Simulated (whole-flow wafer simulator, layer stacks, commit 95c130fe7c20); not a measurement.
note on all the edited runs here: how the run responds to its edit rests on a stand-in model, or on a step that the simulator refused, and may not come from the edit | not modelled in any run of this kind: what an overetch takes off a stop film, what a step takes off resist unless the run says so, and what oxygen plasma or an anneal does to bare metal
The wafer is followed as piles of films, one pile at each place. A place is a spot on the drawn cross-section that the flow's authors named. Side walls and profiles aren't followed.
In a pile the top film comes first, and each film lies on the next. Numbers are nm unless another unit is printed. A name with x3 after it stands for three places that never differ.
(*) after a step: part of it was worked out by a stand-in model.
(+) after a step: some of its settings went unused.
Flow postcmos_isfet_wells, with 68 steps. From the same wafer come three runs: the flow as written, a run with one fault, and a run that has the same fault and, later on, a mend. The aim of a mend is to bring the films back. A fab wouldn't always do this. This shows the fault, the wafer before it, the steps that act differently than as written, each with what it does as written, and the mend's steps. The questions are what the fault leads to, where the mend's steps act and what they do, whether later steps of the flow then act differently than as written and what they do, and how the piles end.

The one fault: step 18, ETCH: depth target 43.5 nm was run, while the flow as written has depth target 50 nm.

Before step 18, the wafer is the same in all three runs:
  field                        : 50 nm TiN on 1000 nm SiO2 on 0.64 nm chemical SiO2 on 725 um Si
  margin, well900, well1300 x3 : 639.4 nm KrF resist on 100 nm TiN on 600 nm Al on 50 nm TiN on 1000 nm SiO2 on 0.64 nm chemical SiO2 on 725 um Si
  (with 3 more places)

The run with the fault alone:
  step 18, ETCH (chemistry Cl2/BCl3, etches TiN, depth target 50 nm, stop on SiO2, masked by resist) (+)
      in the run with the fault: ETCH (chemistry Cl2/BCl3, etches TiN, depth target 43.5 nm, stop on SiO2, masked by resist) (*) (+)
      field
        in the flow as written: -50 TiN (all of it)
        in the run with the fault: -43.5 TiN
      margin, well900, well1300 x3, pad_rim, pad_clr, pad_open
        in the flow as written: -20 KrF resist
        in the run with the fault: -17.4 KrF resist
  Steps later in the flow that act otherwise than as written (2 more steps, not shown, differ only slightly: by at most 2% or 0.5 nm, whichever is larger):
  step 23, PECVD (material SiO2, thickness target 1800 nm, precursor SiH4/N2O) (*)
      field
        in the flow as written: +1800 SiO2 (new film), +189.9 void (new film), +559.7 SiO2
        in the run with the fault: +1800 SiO2 (new film), +185.3 void (new film), +558.2 SiO2 (new film)
  At field, the piles at the end differ from the flow's by more than 2% or 0.5 nm, whichever is larger.
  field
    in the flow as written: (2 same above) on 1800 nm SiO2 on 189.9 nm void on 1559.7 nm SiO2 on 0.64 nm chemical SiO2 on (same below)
    in the run with the fault: (2 same above) on 1800 nm SiO2 on 185.3 nm void on 558.2 nm SiO2 on 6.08 nm TiN on 1000 nm SiO2 on 0.64 nm chemical SiO2 on (same below)

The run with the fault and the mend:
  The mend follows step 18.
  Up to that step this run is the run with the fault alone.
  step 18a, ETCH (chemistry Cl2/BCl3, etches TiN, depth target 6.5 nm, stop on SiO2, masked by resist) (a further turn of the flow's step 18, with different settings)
      margin, well900, well1300 x3, pad_rim, pad_clr, pad_open
        -2.6 KrF resist
      field
        -6.5 TiN (all of it)
  Every later step of the flow that is run acts as written at every place that is followed.
  At every place that both follow, the piles at the end match the flow's.
